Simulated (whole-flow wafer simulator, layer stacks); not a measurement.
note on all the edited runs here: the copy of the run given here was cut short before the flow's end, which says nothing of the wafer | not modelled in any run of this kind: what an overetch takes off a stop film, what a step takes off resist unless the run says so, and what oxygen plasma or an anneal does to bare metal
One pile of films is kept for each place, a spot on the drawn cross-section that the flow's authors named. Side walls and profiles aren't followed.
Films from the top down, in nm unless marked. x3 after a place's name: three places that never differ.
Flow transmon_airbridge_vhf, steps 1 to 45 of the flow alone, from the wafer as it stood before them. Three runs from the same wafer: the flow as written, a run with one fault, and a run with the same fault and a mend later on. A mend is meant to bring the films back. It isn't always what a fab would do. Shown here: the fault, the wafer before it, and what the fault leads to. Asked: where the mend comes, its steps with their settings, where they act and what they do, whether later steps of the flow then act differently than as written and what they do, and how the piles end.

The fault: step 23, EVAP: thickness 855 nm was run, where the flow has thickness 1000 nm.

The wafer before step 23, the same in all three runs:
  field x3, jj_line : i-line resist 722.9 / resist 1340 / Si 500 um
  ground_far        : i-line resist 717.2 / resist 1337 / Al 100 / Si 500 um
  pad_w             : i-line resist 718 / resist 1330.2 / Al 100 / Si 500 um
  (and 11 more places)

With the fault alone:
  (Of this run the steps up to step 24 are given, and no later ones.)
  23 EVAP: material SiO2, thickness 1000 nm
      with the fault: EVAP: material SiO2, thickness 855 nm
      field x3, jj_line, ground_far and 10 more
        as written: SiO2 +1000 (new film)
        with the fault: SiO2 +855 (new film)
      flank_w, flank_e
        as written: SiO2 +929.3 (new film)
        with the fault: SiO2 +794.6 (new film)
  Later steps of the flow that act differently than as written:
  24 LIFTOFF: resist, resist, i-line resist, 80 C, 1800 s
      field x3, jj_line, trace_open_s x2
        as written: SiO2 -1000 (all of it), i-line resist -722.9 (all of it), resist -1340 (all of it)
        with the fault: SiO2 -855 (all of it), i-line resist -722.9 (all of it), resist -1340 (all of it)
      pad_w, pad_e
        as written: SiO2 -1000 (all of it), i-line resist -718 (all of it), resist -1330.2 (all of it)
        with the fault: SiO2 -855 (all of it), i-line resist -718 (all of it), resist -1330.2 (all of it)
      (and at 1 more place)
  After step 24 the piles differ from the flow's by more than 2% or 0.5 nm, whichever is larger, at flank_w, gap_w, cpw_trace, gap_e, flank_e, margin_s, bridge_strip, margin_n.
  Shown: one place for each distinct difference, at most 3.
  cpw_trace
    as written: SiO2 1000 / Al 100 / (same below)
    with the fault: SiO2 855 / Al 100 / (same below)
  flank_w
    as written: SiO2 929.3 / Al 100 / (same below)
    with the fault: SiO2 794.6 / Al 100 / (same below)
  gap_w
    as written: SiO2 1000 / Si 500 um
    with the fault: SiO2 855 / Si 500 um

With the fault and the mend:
  The mend comes after step 23.
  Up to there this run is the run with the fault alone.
  23a EVAP: material SiO2, thickness 145 nm (the flow's step 23 once more, with other settings)
      field x3, jj_line, ground_far and 10 more
        SiO2 +145
      flank_w, flank_e
        SiO2 +134.8
  No later step of the flow acts differently than as written, at any place that is followed, by more than 2% or 0.5 nm, whichever is larger.
  At the end the piles differ from the flow's only slightly at the places that both follow, by at most 2% or 0.5 nm, whichever is larger.
